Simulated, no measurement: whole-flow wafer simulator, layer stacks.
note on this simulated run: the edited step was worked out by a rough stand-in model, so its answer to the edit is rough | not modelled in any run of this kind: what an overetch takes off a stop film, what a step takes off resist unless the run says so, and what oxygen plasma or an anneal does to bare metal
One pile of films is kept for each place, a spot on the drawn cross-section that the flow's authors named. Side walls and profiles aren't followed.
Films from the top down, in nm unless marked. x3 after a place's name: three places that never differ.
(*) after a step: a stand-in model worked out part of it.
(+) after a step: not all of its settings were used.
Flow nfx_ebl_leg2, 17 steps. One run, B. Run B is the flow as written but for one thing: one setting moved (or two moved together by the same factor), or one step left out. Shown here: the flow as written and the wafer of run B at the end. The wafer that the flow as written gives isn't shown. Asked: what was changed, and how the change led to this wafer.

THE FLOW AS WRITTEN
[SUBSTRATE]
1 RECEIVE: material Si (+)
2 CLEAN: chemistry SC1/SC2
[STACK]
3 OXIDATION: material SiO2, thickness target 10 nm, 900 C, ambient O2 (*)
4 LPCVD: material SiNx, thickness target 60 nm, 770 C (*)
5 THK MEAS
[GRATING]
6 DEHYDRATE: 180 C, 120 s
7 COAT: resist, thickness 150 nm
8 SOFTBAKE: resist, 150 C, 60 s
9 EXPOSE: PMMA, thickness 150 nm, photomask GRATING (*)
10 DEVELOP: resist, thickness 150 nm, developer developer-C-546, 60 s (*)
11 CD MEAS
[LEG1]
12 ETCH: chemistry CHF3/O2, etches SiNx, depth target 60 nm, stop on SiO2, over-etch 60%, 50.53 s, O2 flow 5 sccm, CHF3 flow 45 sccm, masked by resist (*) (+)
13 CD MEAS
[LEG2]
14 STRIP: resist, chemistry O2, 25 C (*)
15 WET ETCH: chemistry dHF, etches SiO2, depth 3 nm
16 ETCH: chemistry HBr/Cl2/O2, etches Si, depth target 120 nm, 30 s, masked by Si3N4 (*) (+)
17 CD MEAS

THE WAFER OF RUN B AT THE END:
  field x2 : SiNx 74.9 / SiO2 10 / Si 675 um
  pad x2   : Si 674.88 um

The cause: step 4, LPCVD: thickness target 81.7 nm was run, where the flow has thickness target 60 nm.

How the change led to this, step by step:
  4 LPCVD: material SiNx, thickness target 60 nm, 770 C (*)
      field x2, pad x2: SiNx +81.7 (new film) (as written it would be: SiNx +60 (new film))
  12 ETCH: chemistry CHF3/O2, etches SiNx, depth target 60 nm, stop on SiO2, over-etch 60%, 50.53 s, O2 flow 5 sccm, CHF3 flow 45 sccm, masked by resist (*) (+)
      pad x2: SiNx -81.7 (all of it), SiO2 -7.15 (as written it would be: SiNx -60 (all of it), SiO2 -10 (all of it))
  14 STRIP: resist, chemistry O2, 25 C (*)
      pad x2: nothing (as written it would be: chemical SiO2 +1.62 (new film), Si -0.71)
  15 WET ETCH: chemistry dHF, etches SiO2, depth 3 nm
      pad x2: SiO2 -2.85 (all of it) (as written it would be: chemical SiO2 -1.62 (all of it))
